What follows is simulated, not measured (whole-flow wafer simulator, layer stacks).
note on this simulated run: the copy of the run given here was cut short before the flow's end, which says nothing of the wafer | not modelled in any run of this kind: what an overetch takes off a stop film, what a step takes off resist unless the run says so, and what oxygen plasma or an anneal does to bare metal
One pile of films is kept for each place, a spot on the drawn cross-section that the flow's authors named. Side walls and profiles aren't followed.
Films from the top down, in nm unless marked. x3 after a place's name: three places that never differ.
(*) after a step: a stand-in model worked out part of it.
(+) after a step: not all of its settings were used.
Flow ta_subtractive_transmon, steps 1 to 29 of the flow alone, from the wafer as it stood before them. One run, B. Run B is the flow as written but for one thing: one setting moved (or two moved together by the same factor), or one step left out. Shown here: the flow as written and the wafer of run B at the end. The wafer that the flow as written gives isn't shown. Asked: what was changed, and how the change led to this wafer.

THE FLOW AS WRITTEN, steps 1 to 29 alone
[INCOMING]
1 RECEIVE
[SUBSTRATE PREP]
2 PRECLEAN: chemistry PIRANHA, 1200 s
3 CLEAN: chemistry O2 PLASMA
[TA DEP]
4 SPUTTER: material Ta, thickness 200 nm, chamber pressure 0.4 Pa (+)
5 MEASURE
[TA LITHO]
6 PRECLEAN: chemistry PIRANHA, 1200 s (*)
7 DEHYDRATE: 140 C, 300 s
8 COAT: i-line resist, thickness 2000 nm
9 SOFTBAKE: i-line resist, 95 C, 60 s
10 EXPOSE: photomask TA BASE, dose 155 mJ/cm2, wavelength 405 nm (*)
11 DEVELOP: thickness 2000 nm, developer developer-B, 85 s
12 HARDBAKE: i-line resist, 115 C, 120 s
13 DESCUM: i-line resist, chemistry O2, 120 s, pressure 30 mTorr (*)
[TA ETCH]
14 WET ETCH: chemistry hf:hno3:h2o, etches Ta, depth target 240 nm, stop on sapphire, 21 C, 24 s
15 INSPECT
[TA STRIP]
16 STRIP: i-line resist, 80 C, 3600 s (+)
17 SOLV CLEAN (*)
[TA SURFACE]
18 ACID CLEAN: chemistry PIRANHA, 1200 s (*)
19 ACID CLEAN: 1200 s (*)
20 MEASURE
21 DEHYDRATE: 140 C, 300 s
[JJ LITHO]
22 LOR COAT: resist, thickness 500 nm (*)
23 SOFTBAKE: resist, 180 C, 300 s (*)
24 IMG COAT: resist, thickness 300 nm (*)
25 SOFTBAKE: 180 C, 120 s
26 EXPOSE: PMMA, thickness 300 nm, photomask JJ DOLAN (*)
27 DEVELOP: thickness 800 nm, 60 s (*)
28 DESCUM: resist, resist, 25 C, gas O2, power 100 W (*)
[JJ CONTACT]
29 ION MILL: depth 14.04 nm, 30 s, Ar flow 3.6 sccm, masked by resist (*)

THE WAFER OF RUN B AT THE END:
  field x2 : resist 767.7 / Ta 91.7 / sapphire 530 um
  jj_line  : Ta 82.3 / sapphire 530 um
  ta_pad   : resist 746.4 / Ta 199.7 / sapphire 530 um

The cause: step 14, WET ETCH: depth target 108 nm was run, where the flow has depth target 240 nm; step 14, WET ETCH: 10.8 s was run, where the flow has 24 s.

How the change led to this, step by step:
  14 WET ETCH: chemistry hf:hno3:h2o, etches Ta, depth target 240 nm, stop on sapphire, 21 C, 24 s
      field x2, jj_line, lead: Ta -108 (as written it would be: Ta -200 (all of it))
  22 LOR COAT: resist, thickness 500 nm (*)
      lead: resist +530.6 (new film) (as written it would be: resist +554.8 (new film))
      ta_contact: resist +468.3 (new film) (as written it would be: resist +443.8 (new film))
  24 IMG COAT: resist, thickness 300 nm (*)
      ta_contact: resist +293.4 (as written it would be: resist +287.4)
      ta_pad: resist +289.7 (as written it would be: resist +281.3)
  27 DEVELOP: thickness 800 nm, 60 s (*)
      lead: resist -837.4 (all of it) (as written it would be: resist -867.4 (all of it))
      ta_contact: resist -761.7 (all of it) (as written it would be: resist -731.2 (all of it))
  29 ION MILL: depth 14.04 nm, 30 s, Ar flow 3.6 sccm, masked by resist (*)
      jj_line, lead: Ta -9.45 (as written it would be: sapphire -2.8)
Counting metal films that touch as one body, field x2 has 1 body; the flow as written gives 0 bodies.
Counting metal films that touch as one body, jj_line has 1 body; the flow as written gives 0 bodies.
